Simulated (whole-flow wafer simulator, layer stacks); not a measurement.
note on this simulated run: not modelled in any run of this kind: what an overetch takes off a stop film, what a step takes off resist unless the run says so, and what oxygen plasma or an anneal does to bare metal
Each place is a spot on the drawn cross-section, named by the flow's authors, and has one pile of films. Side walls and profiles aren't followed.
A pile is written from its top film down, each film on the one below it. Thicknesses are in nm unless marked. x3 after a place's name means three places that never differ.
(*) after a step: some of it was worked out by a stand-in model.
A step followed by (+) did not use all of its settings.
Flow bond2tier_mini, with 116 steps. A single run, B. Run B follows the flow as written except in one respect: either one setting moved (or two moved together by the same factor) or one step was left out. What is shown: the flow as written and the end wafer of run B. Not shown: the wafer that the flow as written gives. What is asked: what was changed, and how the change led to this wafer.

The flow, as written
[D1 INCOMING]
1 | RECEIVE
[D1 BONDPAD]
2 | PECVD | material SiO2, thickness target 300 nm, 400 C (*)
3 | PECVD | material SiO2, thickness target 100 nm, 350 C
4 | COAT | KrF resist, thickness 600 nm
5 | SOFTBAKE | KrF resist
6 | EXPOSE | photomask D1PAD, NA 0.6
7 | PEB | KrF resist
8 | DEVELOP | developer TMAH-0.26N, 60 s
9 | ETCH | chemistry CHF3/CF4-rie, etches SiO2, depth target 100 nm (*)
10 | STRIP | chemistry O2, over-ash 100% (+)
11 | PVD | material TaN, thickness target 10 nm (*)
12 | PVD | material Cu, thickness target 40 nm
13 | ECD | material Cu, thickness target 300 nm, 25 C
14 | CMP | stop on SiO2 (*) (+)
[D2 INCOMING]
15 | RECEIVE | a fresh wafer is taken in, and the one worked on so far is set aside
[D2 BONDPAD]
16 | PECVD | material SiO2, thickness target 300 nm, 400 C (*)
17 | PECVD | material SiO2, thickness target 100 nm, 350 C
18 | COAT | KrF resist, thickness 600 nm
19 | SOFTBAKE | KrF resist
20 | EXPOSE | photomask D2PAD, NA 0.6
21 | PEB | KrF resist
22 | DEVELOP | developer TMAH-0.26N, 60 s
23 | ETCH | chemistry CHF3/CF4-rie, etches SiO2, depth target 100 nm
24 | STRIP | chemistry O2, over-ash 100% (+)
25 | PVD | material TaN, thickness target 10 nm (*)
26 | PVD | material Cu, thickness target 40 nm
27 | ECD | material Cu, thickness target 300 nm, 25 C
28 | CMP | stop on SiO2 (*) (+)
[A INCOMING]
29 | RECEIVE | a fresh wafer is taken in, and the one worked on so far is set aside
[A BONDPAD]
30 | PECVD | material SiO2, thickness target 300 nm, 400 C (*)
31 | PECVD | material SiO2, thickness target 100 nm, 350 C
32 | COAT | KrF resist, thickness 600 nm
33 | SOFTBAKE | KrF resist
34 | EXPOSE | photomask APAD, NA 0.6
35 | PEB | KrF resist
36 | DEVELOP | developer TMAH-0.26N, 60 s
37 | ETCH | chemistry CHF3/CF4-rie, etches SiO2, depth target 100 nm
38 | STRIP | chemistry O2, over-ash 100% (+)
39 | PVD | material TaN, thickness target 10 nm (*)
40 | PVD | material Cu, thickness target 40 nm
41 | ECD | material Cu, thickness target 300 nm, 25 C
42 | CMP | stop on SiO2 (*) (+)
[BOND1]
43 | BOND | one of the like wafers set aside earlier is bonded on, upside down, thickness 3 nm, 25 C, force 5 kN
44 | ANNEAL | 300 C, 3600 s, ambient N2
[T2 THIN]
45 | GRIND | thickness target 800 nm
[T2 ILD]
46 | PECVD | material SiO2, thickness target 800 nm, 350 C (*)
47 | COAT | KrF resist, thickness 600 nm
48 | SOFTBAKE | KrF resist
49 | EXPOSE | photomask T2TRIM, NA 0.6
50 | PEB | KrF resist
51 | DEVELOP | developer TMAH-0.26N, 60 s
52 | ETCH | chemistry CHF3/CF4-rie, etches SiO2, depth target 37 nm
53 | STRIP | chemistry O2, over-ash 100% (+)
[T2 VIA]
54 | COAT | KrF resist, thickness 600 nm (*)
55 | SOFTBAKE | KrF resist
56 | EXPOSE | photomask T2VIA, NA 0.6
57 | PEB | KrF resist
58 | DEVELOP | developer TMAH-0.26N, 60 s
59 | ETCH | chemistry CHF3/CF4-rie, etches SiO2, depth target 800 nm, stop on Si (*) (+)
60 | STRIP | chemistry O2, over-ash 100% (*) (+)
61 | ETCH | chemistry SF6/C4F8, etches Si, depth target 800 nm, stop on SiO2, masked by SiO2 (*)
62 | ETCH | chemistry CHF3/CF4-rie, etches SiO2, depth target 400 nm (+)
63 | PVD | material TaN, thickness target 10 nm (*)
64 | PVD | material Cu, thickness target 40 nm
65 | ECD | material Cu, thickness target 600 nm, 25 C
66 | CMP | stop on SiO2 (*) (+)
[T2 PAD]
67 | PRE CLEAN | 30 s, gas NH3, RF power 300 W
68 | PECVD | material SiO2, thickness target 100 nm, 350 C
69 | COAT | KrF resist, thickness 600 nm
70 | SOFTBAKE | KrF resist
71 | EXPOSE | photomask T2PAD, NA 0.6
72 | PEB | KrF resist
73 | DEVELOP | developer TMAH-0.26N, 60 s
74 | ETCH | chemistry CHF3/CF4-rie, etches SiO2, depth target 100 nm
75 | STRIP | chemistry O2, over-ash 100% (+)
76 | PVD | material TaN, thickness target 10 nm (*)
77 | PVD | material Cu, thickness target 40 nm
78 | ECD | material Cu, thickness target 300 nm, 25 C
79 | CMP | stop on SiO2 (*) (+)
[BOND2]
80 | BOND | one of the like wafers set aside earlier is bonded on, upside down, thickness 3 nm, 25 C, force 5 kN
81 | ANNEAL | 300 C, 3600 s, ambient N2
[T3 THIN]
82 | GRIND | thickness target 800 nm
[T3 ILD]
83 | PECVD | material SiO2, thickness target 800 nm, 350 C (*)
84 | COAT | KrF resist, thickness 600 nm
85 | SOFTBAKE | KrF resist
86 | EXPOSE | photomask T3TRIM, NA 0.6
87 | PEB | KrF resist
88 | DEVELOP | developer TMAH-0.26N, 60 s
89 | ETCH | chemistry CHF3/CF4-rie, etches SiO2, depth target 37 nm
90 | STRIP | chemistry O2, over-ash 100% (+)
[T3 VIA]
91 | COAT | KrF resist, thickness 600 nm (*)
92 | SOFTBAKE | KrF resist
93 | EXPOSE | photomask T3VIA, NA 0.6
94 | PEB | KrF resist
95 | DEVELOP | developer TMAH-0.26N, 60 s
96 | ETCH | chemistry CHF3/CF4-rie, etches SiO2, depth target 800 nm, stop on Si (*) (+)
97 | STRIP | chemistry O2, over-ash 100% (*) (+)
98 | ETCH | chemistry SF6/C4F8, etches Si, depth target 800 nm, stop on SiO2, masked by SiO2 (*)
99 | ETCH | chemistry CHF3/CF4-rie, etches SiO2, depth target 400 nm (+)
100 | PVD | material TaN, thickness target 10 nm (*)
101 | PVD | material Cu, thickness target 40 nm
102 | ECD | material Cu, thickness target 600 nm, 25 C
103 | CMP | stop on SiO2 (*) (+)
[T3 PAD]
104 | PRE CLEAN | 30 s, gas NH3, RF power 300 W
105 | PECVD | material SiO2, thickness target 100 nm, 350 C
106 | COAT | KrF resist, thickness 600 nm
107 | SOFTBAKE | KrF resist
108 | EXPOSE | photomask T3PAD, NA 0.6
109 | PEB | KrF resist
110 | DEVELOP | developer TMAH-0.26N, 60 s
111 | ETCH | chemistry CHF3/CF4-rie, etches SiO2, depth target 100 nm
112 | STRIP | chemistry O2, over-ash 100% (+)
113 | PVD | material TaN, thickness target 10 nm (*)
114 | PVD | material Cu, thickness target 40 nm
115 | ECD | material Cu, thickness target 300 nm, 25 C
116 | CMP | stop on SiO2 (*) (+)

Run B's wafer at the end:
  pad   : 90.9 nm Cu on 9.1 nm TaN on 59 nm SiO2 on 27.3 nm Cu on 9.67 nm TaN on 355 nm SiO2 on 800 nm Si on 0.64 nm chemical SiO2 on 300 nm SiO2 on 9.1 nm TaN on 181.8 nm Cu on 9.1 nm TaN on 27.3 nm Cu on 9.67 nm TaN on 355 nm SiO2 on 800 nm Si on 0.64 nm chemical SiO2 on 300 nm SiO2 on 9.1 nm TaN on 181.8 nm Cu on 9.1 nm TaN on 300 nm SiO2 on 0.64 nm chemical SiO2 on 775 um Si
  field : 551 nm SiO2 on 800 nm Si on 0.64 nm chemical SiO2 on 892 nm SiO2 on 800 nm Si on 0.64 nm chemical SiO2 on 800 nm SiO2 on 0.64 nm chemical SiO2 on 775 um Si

What caused this: step 105, PECVD: thickness target 159 nm was run, whereas the flow has thickness target 100 nm.

Step by step, how the change led to this:
  105 | PECVD | material SiO2, thickness target 100 nm, 350 C
      field: +159 SiO2 (it would be, as written: +100 SiO2)
      pad: +159 SiO2 (new film) (it would be, as written: +100 SiO2 (new film))
  111 | ETCH | chemistry CHF3/CF4-rie, etches SiO2, depth target 100 nm
      pad: -100 SiO2 (it would be, as written: -100 SiO2 (all of it))
With metal films that touch counted as one body, pad has 4 bodies (between them, from the top down: SiO2 59; SiO2 355 / Si 800 / chemical SiO2 0.64 / SiO2 300; SiO2 355 / Si 800 / chemical SiO2 0.64 / SiO2 300); the flow as written gives 3 bodies (between them, from the top down: SiO2 355 / Si 800 / chemical SiO2 0.64 / SiO2 300; SiO2 355 / Si 800 / chemical SiO2 0.64 / SiO2 300).
